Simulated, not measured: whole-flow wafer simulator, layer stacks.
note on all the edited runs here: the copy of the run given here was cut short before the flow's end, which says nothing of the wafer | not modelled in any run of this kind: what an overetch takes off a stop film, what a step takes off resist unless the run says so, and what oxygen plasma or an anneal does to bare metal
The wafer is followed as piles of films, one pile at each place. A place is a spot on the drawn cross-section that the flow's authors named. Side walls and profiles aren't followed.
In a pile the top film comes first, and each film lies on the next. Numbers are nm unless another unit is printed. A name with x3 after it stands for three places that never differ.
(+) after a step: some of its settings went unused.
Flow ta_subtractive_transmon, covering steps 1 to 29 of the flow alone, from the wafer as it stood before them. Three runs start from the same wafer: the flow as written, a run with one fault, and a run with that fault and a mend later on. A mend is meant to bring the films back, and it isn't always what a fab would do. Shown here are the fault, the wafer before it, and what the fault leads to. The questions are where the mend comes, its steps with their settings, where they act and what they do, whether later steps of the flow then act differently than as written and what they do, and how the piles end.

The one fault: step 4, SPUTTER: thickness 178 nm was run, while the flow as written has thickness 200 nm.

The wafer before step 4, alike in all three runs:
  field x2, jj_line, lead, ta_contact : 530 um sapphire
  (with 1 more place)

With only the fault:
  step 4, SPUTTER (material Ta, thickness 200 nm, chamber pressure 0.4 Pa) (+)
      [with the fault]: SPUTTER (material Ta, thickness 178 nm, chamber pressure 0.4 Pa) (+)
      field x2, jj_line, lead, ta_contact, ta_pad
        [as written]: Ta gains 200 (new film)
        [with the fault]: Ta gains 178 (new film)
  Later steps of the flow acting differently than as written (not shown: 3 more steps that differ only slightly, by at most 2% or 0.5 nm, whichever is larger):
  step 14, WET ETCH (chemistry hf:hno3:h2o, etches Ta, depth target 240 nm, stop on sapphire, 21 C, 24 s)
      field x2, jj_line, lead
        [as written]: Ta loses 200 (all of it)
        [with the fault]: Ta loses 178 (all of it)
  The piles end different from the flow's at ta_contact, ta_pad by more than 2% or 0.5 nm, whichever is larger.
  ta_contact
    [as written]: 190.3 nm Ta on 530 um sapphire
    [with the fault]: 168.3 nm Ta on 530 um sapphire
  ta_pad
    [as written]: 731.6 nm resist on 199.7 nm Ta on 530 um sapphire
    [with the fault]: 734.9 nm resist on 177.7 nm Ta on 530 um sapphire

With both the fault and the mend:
  After step 5 comes the mend.
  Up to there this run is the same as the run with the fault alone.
  step 5a, SPUTTER (material Ta, thickness 22 nm, chamber pressure 0.4 Pa) (+) (the flow's step 4 again, with other settings)
      field x2, jj_line, lead, ta_contact, ta_pad
        Ta gains 22
  None of the later steps of the flow acts differently than as written at any place that is followed.
  By the end, the piles equal the flow's at every place that both follow.
